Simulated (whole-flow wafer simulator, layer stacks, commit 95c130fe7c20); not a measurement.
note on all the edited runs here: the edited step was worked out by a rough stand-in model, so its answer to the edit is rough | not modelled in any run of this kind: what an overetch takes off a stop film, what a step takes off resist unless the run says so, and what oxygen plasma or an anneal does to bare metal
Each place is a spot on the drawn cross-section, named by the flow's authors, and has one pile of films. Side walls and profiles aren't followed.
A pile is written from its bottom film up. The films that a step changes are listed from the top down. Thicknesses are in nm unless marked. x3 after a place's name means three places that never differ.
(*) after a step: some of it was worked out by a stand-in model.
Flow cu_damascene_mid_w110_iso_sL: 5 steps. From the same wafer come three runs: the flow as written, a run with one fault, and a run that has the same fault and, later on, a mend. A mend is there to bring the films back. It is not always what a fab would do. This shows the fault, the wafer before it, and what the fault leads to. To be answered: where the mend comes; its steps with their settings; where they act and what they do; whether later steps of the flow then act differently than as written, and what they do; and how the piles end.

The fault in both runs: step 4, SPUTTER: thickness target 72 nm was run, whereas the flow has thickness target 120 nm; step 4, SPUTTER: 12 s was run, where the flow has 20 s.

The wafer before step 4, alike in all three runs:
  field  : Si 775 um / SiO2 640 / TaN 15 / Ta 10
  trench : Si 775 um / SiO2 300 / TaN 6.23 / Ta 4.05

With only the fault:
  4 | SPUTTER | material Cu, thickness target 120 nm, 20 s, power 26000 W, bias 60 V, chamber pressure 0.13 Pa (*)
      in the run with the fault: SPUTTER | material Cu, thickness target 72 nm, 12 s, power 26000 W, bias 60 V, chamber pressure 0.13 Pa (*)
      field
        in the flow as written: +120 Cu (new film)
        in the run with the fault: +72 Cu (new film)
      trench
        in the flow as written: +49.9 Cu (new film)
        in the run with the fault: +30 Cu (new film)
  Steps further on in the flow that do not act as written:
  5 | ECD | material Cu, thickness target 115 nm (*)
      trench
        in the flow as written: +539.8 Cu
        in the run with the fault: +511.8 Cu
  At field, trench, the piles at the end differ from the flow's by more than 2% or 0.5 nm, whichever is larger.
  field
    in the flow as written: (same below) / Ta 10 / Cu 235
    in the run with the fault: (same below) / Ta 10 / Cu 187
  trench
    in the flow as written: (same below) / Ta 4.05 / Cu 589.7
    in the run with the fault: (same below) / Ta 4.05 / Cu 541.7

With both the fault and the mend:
  After step 4 comes the mend.
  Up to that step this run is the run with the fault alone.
  4a | SPUTTER | material Cu, thickness target 48 nm, 8 s, power 26000 W, bias 60 V, chamber pressure 0.13 Pa (*) (the flow's step 4 again, with other settings)
      field
        +48 Cu
      trench
        +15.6 Cu
  Every later step of the flow that is run acts as written, at every place that is followed, to within 2% or 0.5 nm, whichever is larger.
  By the end, the piles equal the flow's at every place that both follow.
